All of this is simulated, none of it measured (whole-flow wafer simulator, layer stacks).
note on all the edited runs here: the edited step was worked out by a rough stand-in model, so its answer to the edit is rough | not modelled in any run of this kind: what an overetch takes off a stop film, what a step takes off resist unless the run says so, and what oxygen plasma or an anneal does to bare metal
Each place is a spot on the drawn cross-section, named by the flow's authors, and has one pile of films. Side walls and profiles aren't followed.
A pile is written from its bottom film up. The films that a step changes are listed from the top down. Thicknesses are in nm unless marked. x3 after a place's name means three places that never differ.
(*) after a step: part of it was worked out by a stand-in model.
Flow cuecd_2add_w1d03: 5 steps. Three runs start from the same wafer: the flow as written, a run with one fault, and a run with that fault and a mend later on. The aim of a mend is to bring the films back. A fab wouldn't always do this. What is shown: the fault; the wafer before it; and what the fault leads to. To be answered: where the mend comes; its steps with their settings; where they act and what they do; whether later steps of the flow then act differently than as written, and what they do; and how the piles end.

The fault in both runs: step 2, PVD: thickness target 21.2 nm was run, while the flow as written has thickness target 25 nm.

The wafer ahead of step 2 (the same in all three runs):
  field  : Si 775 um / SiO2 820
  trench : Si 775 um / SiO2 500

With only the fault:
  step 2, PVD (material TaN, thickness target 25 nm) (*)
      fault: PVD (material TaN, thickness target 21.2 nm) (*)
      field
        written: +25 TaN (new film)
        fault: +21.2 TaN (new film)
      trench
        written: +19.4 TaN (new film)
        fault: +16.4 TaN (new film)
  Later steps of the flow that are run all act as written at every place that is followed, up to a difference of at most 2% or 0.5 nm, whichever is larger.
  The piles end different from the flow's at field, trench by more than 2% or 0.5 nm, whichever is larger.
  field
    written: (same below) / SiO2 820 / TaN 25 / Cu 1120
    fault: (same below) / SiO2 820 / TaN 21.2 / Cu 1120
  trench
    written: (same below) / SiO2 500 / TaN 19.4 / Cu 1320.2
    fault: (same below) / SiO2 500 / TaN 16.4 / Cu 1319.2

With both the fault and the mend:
  The mend stands after step 2.
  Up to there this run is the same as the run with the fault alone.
  step 2a, PVD (material TaN, thickness target 3.8 nm) (*) (the flow's step 2 again, with other settings)
      field
        +3.8 TaN
      trench
        +2.92 TaN
  Later steps of the flow that are run all act as written at every place that is followed.
  The piles end only slightly different from the flow's at the places that both follow, by no more than 2% or 0.5 nm, whichever is larger.
